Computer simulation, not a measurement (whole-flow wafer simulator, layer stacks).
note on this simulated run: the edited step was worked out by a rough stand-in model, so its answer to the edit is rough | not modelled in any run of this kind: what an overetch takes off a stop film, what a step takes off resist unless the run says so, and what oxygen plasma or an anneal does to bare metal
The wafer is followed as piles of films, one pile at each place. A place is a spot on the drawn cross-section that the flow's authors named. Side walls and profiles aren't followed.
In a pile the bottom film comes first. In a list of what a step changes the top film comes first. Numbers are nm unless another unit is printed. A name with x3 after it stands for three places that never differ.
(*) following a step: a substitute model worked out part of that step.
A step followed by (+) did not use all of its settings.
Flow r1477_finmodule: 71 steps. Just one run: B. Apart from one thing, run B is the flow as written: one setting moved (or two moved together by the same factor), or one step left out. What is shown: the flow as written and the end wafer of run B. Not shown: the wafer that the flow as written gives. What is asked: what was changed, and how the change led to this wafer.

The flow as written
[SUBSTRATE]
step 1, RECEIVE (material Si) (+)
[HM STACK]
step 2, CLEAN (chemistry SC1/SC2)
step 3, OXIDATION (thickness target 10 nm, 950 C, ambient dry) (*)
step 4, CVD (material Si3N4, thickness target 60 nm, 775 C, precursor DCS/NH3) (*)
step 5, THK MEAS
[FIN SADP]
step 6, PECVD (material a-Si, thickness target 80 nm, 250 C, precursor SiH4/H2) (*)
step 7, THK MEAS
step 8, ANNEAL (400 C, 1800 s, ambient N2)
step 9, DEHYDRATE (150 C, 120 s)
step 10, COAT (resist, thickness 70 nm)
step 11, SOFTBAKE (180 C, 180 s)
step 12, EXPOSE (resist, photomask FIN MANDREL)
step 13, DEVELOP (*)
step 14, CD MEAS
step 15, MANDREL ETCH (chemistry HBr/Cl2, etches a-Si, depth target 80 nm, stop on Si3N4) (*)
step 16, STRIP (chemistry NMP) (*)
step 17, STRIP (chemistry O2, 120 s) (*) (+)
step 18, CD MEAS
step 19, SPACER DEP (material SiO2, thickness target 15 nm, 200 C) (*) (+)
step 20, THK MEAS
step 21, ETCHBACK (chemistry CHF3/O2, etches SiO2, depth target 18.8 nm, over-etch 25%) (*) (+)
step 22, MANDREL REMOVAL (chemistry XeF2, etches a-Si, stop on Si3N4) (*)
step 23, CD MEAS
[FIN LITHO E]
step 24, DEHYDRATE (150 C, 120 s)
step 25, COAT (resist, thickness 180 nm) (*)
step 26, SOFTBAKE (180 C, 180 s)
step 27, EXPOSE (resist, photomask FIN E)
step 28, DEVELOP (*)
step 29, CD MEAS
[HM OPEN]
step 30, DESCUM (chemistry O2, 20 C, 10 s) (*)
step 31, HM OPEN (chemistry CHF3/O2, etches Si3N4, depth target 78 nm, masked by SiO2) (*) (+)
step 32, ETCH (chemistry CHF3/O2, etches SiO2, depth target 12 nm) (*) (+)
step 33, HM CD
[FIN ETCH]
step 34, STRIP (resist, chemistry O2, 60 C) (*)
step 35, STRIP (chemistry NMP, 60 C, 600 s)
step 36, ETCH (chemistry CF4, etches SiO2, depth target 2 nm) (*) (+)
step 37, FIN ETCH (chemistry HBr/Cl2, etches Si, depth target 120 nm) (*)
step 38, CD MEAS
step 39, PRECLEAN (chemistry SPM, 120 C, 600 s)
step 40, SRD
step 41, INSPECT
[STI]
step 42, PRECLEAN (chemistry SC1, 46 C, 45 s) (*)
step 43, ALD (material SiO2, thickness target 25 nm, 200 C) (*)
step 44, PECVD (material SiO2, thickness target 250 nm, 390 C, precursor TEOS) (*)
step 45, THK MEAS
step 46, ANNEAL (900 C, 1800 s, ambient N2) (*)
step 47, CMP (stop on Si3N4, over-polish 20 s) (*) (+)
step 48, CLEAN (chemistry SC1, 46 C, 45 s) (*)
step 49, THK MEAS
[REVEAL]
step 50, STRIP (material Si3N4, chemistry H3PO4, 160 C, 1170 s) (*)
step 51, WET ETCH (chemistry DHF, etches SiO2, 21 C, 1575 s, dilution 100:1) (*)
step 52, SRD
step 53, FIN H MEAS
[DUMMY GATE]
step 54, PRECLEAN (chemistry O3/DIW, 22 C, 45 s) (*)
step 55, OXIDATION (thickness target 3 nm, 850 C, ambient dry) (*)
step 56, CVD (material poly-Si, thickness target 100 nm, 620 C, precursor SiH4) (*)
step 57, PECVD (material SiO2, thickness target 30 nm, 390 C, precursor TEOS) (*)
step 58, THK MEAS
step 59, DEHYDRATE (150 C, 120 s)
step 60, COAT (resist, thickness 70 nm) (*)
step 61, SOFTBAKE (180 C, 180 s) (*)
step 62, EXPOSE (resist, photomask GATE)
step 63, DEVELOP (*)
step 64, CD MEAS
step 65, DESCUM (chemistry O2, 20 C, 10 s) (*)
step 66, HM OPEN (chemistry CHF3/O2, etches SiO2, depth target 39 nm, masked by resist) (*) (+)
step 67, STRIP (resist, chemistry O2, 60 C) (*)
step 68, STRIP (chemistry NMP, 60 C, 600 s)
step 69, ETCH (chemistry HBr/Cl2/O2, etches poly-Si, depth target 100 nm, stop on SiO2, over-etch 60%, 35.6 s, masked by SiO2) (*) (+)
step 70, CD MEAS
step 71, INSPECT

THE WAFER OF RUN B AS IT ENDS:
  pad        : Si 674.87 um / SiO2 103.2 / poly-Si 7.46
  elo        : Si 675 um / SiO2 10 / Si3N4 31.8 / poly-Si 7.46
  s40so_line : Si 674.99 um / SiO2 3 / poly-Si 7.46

The reason: step 56, CVD: thickness target 169.9 nm was run, whereas the flow has thickness target 100 nm.

How this came from the change, step by step:
  step 56, CVD (material poly-Si, thickness target 100 nm, 620 C, precursor SiH4) (*)
      pad, padg, elg and 26 more: +169.9 poly-Si (new film) (it would be, as written: +100 poly-Si (new film))
      s40cg, s40co: +184.7 poly-Si (new film) (it would be, as written: +113.9 poly-Si (new film))
      (also at 5 further places)
  step 67, STRIP (resist, chemistry O2, 60 C) (*)
      s40cg: -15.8 resist (all of it) (it would be, as written: -16.5 resist (all of it))
      s45cg: -16.1 resist (all of it) (it would be, as written: -16.9 resist (all of it))
      (also at 1 further place)
  step 69, ETCH (chemistry HBr/Cl2/O2, etches poly-Si, depth target 100 nm, stop on SiO2, over-etch 60%, 35.6 s, masked by SiO2) (*) (+)
      pad, eso, e40so and 8 more: -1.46 chemical SiO2 (all of it), -160 poly-Si (it would be, as written: -1.46 chemical SiO2 (all of it), -97.6 poly-Si (all of it), -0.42 SiO2)
      elo, e40lo, e100lo, e200lo: -1.46 chemical SiO2 (all of it), -160 poly-Si (it would be, as written: -1.46 chemical SiO2 (all of it), -97.6 poly-Si (all of it), -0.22 Si3N4)
      (also at 3 further places)
